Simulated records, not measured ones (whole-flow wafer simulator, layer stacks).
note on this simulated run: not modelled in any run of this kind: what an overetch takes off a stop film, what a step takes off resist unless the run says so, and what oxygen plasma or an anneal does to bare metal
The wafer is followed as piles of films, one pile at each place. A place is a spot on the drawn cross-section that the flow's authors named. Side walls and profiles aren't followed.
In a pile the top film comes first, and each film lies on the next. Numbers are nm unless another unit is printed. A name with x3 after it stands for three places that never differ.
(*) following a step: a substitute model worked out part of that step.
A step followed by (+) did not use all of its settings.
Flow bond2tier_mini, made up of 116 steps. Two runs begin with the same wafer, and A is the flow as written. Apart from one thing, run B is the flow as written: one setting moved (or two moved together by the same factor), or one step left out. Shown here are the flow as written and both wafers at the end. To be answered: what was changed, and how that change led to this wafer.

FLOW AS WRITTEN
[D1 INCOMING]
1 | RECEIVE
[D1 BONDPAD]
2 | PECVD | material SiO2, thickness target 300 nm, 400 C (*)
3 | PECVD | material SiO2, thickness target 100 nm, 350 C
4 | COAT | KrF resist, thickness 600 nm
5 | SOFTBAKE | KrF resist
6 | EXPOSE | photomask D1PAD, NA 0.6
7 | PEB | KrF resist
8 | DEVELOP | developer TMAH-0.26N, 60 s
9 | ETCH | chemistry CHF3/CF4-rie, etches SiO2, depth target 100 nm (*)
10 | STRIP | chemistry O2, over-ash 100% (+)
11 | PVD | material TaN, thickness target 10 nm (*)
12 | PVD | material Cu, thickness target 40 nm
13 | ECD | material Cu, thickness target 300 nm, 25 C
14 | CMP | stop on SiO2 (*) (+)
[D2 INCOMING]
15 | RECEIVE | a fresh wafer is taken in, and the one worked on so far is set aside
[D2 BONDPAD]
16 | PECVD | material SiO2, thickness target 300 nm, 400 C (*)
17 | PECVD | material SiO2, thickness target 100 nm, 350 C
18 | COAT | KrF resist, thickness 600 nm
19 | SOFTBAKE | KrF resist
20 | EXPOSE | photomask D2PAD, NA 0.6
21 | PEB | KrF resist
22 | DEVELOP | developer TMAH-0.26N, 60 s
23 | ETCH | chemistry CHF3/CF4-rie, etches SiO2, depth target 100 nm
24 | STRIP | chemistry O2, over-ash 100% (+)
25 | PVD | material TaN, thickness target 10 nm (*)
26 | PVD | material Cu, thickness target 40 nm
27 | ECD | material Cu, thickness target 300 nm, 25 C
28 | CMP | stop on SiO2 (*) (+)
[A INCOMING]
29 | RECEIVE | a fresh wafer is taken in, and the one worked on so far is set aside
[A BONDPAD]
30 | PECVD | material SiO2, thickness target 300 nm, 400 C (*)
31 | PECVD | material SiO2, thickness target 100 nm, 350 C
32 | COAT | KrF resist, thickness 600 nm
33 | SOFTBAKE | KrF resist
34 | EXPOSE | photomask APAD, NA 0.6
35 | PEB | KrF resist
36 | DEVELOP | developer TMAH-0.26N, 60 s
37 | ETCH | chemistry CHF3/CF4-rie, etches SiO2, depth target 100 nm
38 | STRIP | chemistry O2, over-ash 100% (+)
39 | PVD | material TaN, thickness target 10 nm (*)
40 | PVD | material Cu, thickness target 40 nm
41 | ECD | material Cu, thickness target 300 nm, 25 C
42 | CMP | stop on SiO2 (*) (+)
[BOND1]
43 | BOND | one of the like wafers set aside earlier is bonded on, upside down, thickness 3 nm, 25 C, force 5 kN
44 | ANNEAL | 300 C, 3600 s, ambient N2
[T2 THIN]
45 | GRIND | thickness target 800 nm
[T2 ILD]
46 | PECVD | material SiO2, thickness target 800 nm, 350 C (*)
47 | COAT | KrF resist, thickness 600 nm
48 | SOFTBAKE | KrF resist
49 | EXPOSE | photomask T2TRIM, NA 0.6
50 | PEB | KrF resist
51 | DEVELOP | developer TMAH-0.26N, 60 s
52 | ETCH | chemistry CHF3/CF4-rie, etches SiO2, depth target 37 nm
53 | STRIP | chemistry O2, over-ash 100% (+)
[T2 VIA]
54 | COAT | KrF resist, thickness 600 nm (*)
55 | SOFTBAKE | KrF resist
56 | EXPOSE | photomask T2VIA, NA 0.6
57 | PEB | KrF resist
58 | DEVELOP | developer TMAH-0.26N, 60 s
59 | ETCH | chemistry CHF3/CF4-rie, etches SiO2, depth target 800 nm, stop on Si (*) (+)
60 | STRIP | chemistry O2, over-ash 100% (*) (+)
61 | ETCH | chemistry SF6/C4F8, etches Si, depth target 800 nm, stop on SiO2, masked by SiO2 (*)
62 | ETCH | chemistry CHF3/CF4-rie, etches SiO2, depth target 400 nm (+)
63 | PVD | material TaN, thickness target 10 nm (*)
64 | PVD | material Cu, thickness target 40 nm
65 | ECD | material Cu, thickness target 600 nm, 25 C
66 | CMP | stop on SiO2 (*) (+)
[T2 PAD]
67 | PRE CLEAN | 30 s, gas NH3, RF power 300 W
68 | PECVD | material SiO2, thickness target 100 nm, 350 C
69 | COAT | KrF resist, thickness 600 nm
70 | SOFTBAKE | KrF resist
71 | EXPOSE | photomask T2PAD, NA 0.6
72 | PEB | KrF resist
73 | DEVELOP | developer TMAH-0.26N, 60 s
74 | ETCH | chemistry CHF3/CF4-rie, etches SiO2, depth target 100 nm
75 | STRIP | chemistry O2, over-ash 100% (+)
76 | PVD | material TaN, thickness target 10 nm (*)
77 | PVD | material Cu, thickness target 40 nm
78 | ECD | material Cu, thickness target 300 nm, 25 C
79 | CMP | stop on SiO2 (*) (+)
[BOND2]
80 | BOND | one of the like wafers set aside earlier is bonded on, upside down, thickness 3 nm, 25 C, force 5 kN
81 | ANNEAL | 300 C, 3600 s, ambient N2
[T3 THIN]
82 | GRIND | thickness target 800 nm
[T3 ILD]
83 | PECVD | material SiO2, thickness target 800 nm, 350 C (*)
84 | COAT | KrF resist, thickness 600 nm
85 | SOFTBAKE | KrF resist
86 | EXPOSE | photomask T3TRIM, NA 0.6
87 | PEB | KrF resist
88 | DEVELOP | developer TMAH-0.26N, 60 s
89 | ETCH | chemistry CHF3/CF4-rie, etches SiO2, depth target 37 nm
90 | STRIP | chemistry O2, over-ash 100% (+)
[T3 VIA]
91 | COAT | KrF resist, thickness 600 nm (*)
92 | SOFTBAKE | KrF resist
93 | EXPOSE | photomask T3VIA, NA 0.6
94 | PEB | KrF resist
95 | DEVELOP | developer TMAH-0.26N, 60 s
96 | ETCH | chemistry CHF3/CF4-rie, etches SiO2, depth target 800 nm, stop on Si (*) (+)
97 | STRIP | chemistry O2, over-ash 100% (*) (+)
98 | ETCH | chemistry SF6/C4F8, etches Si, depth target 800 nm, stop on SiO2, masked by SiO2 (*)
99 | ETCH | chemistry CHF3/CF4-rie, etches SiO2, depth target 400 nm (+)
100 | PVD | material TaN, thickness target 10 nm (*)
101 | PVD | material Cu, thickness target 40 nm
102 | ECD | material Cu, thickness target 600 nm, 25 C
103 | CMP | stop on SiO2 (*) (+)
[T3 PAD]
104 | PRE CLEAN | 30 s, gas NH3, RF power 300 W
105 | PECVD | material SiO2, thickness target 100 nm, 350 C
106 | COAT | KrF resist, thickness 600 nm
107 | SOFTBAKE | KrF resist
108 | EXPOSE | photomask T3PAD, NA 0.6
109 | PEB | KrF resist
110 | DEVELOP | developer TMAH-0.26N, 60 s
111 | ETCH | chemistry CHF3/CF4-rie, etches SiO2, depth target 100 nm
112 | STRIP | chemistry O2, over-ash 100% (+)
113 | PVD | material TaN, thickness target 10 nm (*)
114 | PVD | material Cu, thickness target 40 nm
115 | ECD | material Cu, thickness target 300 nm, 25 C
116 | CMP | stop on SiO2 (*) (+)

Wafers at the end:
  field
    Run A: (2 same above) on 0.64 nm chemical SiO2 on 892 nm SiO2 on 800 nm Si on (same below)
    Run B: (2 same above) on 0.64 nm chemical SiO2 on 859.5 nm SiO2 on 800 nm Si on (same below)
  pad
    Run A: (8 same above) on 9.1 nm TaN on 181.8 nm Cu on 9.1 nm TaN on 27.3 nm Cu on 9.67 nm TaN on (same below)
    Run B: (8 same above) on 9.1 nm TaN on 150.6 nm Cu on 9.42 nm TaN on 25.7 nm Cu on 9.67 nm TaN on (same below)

Cause: step 68, PECVD: thickness target 67.5 nm was run, while the flow as written has thickness target 100 nm.

Step by step, how the change led to this:
  68 | PECVD | material SiO2, thickness target 100 nm, 350 C
      field: A +100 SiO2 | B +67.5 SiO2
      pad: A +100 SiO2 (new film) | B +67.5 SiO2 (new film)
  74 | ETCH | chemistry CHF3/CF4-rie, etches SiO2, depth target 100 nm
      pad: A -100 SiO2 (all of it) | B -67.5 SiO2 (all of it), -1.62 Cu
  77 | PVD | material Cu, thickness target 40 nm
      pad: A +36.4 Cu (new film) | B +37.5 Cu (new film)
  78 | ECD | material Cu, thickness target 300 nm, 25 C
      pad: A +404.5 Cu | B +372.2 Cu
